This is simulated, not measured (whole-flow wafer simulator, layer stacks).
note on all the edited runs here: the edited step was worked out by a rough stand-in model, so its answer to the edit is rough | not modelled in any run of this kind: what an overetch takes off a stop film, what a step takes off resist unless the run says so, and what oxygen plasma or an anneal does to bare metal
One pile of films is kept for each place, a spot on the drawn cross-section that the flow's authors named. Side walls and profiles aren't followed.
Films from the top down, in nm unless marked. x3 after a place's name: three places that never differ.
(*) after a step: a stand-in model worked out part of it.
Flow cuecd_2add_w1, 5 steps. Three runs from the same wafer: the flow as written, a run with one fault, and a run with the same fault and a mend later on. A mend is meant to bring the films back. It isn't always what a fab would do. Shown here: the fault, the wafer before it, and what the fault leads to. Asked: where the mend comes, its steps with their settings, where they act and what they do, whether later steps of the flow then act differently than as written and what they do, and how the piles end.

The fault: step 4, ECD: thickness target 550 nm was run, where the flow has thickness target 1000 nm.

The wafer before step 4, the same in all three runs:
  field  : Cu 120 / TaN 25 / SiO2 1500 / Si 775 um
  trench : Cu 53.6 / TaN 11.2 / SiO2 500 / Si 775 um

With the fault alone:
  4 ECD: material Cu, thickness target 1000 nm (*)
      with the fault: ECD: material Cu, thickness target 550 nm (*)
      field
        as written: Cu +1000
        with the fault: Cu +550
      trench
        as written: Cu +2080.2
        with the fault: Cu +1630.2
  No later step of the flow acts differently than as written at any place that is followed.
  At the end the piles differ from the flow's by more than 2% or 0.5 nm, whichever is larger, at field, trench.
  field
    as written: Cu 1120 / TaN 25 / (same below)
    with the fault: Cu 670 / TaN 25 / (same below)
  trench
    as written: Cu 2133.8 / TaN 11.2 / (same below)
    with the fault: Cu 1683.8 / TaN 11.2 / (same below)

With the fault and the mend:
  The mend comes after step 5.
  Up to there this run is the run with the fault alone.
  5a ECD: material Cu, thickness target 450 nm (the flow's step 4 once more, with other settings)
      field, trench
        Cu +450
  No later step of the flow acts differently than as written at any place that is followed.
  At the end the piles are the same as the flow's at every place that both follow.
